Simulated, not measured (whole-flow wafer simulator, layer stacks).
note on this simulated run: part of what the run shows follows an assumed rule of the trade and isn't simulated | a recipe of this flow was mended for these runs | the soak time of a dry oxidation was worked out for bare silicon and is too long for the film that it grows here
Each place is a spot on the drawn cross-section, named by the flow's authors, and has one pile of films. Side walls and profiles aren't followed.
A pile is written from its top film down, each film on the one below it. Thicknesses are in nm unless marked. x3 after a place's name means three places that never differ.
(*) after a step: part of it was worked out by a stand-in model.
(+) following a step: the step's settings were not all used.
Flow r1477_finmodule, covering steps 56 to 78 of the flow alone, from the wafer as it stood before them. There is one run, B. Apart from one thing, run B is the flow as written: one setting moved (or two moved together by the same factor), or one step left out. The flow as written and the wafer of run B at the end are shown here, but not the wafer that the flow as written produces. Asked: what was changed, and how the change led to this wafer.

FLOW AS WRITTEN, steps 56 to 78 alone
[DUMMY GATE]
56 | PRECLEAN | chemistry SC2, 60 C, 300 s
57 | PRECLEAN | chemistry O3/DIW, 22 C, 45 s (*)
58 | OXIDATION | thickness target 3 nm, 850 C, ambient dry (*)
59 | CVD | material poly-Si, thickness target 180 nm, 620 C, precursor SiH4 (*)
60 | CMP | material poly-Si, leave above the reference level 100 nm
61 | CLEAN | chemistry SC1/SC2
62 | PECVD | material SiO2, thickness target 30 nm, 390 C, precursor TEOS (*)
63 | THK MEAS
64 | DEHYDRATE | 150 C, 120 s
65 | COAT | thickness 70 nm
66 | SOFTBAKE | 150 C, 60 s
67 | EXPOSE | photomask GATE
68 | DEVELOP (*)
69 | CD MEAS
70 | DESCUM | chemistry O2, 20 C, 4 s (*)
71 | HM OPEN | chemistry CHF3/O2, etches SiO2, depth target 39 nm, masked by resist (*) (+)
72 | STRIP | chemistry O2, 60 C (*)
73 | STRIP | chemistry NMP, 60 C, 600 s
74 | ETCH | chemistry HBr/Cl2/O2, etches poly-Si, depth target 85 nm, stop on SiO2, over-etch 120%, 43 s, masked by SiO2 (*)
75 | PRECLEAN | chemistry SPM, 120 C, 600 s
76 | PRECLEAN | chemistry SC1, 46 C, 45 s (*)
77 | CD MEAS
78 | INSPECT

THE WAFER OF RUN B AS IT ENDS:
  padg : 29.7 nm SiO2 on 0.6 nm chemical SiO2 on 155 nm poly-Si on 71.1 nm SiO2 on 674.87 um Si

What caused this: step 62, PECVD: thickness target 37.2 nm was run, though the flow has thickness target 30 nm.

Step by step, how the change led to this:
  62 | PECVD | material SiO2, thickness target 30 nm, 390 C, precursor TEOS (*)
      pad, padg, elg x7 and 27 more: SiO2 gains 37.2 (new film) (it would be, as written: SiO2 gains 30 (new film))
  71 | HM OPEN | chemistry CHF3/O2, etches SiO2, depth target 39 nm, masked by resist (*) (+)
      pad, elo x7, eso x6, e200so, s40co x3: SiO2 loses 37.2 (all of it), chemical SiO2 loses 0.6 (all of it), poly-Si loses 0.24 (it would be, as written: SiO2 loses 30 (all of it), chemical SiO2 loses 0.6 (all of it), poly-Si loses 1.68)
